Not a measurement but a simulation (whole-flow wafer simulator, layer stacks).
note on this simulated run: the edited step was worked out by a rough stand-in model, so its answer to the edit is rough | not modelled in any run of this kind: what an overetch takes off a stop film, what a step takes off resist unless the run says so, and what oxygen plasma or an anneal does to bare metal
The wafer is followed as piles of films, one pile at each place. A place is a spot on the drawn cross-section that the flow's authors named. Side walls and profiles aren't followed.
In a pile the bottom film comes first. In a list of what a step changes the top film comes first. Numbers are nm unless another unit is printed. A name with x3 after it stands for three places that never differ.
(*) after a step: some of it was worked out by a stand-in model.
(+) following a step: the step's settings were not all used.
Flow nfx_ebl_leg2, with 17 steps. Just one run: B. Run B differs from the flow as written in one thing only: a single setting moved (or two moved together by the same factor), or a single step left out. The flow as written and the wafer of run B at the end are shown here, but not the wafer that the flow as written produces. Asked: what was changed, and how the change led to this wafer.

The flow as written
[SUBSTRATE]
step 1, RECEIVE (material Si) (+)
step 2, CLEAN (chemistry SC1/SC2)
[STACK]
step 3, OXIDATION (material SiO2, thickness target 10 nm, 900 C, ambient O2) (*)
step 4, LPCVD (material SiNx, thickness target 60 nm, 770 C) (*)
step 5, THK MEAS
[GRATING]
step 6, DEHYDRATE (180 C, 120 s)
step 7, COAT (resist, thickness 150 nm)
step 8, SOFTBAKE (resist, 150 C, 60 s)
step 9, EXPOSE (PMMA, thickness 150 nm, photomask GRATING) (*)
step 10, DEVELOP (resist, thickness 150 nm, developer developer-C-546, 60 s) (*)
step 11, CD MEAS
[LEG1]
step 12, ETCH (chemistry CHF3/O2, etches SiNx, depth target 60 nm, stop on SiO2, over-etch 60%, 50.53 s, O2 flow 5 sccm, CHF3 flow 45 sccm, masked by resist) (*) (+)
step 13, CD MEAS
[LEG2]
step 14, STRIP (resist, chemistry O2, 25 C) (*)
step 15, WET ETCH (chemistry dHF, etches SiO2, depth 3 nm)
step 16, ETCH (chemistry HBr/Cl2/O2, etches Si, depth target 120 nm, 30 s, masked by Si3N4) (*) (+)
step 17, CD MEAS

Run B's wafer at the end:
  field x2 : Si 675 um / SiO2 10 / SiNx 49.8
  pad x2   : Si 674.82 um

Cause: step 16, ETCH: depth target 180 nm was run, though the flow has depth target 120 nm; step 16, ETCH: 45 s was run, where the flow has 30 s.

The path from the change to this, step by step:
  step 16, ETCH (chemistry HBr/Cl2/O2, etches Si, depth target 120 nm, 30 s, masked by Si3N4) (*) (+)
      field x2: SiNx loses 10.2 (it would be, as written: SiNx loses 6.82)
      pad x2: Si loses 180 (it would be, as written: Si loses 120)
